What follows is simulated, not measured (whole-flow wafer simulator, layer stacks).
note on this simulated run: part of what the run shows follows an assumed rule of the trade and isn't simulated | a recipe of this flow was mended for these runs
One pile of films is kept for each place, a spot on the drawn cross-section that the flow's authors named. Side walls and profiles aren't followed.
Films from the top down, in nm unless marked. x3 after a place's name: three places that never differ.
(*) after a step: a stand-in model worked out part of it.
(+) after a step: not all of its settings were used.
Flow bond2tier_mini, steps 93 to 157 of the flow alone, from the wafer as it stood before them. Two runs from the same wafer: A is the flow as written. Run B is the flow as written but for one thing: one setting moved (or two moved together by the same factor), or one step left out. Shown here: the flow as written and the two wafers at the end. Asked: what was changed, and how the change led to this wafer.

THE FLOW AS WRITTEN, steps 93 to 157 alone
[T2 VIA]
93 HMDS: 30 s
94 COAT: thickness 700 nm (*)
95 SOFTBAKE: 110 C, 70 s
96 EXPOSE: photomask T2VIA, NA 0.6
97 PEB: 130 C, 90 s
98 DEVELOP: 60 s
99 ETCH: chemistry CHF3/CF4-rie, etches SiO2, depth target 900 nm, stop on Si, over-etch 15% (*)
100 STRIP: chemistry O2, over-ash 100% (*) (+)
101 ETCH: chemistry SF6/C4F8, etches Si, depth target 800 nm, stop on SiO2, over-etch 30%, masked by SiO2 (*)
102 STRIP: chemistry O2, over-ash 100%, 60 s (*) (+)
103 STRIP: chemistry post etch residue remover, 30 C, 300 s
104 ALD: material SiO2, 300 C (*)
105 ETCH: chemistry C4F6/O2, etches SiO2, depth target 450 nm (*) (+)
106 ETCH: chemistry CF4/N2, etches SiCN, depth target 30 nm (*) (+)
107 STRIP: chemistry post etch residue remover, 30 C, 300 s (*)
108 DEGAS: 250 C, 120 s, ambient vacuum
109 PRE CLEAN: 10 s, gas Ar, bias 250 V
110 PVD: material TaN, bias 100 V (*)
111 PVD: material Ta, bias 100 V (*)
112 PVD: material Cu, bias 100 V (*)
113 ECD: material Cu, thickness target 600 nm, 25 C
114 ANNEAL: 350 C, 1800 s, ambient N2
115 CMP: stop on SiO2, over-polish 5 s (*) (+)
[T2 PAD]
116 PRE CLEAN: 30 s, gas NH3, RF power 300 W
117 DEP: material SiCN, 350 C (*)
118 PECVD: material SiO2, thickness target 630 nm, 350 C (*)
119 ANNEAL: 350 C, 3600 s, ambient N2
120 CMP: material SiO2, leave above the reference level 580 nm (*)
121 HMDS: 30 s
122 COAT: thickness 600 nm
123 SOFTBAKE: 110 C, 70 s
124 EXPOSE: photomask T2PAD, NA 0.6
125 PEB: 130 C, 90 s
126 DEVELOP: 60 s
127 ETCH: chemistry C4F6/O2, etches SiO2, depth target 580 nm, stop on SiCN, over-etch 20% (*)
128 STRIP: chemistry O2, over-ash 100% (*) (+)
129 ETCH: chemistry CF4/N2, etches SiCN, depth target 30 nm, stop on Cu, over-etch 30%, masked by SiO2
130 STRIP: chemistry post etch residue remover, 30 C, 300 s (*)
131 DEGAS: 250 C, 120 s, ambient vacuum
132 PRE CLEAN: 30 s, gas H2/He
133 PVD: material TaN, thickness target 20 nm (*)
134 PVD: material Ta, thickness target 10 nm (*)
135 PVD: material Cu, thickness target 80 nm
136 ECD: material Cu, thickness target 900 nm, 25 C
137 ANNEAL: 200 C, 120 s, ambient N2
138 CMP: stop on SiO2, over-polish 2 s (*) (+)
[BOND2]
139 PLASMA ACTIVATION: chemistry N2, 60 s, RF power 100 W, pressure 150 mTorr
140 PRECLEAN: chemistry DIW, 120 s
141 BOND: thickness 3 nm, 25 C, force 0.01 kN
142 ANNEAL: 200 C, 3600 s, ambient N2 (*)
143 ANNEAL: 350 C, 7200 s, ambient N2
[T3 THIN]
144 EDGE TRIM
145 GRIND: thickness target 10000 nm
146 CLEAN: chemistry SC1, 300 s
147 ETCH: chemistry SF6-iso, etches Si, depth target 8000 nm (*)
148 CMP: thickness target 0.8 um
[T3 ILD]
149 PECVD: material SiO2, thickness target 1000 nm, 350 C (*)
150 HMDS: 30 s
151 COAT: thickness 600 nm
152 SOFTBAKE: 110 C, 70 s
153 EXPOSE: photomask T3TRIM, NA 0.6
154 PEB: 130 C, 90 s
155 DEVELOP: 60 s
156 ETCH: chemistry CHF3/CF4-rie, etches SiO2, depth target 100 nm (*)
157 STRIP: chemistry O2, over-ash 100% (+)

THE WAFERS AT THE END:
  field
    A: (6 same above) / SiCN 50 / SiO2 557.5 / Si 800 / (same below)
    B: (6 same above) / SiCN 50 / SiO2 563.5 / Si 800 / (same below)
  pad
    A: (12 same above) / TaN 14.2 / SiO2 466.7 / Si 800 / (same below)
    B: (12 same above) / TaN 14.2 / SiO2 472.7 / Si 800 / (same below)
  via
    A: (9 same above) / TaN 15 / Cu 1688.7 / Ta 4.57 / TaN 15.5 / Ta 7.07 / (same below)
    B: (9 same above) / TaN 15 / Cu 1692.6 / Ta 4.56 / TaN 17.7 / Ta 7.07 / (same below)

The cause: step 106, ETCH: depth target 21 nm was run, where the flow has depth target 30 nm.

How the change led to this, step by step:
  106 ETCH: chemistry CF4/N2, etches SiCN, depth target 30 nm (*) (+)
      field, pad: A SiO2 -20 | B SiO2 -14
      via: A SiCN -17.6 (all of it), TaN -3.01 | B SiCN -17.6 (all of it), TaN -0.82
